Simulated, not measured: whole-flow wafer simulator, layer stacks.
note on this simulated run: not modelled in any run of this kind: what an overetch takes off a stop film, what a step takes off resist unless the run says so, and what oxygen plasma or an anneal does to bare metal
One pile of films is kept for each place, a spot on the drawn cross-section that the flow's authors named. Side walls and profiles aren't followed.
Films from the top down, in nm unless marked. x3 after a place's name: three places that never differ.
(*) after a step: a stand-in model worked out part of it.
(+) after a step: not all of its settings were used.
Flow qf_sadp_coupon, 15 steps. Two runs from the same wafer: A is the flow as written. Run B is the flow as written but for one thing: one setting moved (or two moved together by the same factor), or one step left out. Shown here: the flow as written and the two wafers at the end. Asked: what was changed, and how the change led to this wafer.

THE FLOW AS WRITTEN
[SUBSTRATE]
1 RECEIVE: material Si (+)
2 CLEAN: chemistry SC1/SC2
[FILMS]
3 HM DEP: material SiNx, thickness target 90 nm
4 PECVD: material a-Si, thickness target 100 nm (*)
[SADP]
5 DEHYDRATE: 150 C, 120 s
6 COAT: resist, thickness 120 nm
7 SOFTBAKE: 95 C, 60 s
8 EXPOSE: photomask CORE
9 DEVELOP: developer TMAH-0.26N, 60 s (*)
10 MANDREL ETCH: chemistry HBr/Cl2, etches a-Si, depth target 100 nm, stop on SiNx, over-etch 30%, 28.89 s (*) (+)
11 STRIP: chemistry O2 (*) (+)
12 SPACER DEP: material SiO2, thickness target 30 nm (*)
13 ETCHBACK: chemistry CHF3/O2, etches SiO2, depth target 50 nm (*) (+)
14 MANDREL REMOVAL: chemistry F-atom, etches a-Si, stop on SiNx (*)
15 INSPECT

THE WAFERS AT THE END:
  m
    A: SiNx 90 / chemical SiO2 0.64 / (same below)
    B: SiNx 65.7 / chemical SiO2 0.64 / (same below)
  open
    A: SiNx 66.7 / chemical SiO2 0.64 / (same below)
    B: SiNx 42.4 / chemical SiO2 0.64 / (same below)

The cause: step 3, HM DEP: thickness target 65.7 nm was run, where the flow has thickness target 90 nm.
It can be read off the wafer: m has SiNx 65.7, and step 3 as written asks for 90 nm.

How the change led to this, step by step:
  3 HM DEP: material SiNx, thickness target 90 nm
      m, open: A SiNx +90 (new film) | B SiNx +65.7 (new film)
